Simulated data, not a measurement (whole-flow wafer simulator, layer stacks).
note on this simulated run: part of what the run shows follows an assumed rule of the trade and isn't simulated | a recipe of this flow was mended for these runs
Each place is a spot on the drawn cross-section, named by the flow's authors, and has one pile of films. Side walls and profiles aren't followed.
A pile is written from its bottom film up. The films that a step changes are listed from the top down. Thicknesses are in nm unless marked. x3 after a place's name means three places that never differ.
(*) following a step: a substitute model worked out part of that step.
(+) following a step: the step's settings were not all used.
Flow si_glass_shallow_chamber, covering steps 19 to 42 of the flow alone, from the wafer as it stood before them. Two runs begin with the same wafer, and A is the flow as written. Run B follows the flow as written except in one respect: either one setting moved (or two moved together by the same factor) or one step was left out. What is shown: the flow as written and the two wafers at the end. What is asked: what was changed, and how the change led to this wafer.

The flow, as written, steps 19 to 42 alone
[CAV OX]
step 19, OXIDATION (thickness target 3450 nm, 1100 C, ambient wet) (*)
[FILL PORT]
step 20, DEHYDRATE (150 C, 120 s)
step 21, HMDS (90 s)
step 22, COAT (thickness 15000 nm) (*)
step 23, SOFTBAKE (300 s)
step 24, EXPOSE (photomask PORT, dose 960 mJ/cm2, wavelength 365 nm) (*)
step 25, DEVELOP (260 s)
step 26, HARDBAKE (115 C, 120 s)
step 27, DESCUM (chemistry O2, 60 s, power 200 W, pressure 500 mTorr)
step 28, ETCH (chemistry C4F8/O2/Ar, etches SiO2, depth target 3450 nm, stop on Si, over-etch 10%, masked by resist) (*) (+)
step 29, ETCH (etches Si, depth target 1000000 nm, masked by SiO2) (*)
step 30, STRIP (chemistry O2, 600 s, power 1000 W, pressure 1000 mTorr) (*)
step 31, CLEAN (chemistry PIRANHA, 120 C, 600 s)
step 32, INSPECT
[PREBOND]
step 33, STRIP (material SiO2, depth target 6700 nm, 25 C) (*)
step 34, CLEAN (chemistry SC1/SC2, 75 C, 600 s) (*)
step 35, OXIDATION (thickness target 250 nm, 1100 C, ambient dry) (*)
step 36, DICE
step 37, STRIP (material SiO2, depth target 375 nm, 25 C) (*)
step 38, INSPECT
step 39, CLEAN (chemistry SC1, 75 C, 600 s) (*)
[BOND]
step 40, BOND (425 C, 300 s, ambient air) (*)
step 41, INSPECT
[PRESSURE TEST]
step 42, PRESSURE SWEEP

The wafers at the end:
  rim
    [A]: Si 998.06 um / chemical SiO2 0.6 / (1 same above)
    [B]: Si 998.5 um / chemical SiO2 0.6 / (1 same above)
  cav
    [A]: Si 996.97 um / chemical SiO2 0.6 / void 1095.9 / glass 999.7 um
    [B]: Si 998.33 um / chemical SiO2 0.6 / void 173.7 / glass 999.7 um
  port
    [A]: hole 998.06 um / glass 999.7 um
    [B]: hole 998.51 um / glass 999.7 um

The reason: step 19, OXIDATION: 770 C was run, whereas the flow has 1100 C.

Step by step, how the change led to this:
  step 19, OXIDATION (thickness target 3450 nm, 1100 C, ambient wet) (*)
      rim, ramp, septum, ring: A +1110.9 SiO2, -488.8 Si | B +110 SiO2, -48.4 Si
      cav, port: A +3450 SiO2 (new film), -0.6 chemical SiO2 (all of it), -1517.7 Si | B +353.2 SiO2 (new film), -0.6 chemical SiO2 (all of it), -155.2 Si
  step 22, COAT (thickness 15000 nm) (*)
      rim: A +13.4 um thick-i-line-resist (new film) | B +12.93 um thick-i-line-resist (new film)
      ramp: A +12.89 um thick-i-line-resist (new film) | B +12.26 um thick-i-line-resist (new film)
      (and at 4 other places as well)
  step 23, SOFTBAKE (300 s)
      rim: A -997 thick-i-line-resist | B -1332.7 thick-i-line-resist
      ramp: A -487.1 thick-i-line-resist | B -669.1 thick-i-line-resist
      (and at 4 other places as well)
  step 25, DEVELOP (260 s)
      port: A -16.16 um thick-i-line-resist (all of it) | B -16.52 um thick-i-line-resist (all of it)
  step 26, HARDBAKE (115 C, 120 s)
      rim, ramp: A -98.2 thick-i-line-resist | B -88.7 thick-i-line-resist
      cav: A -147.1 thick-i-line-resist | B -152.2 thick-i-line-resist
  step 28, ETCH (chemistry C4F8/O2/Ar, etches SiO2, depth target 3450 nm, stop on Si, over-etch 10%, masked by resist) (*) (+)
      rim, ramp, cav, septum, ring: A -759 thick-i-line-resist | B -77.7 thick-i-line-resist
      port: A -3450 SiO2 (all of it), -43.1 Si | B -353.2 SiO2 (all of it), -430.2 Si
  step 29, ETCH (etches Si, depth target 1000000 nm, masked by SiO2) (*)
      rim, ramp: A -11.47 um thick-i-line-resist (all of it), -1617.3 SiO2 | B -11.35 um thick-i-line-resist (all of it), -1681.9 SiO2
      port: A +997.05 um hole (new film), -997.05 um Si (all of it) | B +998.02 um hole (new film), -998.02 um Si (all of it)
      (and at 2 other places as well)
  step 30, STRIP (chemistry O2, 600 s, power 1000 W, pressure 1000 mTorr) (*)
      cav: A -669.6 thick-i-line-resist (all of it) | B -1707.4 thick-i-line-resist (all of it)
  step 33, STRIP (material SiO2, depth target 6700 nm, 25 C) (*)
      rim, ramp: A -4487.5 SiO2 (all of it) | B -3422.1 SiO2 (all of it)
      cav: A -3450 SiO2 (all of it) | B -353.2 SiO2 (all of it)
      (and at 2 other places as well)
  step 40, BOND (425 C, 300 s, ambient air) (*)
      cav: A +999.7 um glass (new film), +1095.9 void (new film) | B +999.7 um glass (new film), +173.7 void (new film)
      port: A +999.7 um glass (new film), +1017.3 hole | B +999.7 um glass (new film), +482.1 hole
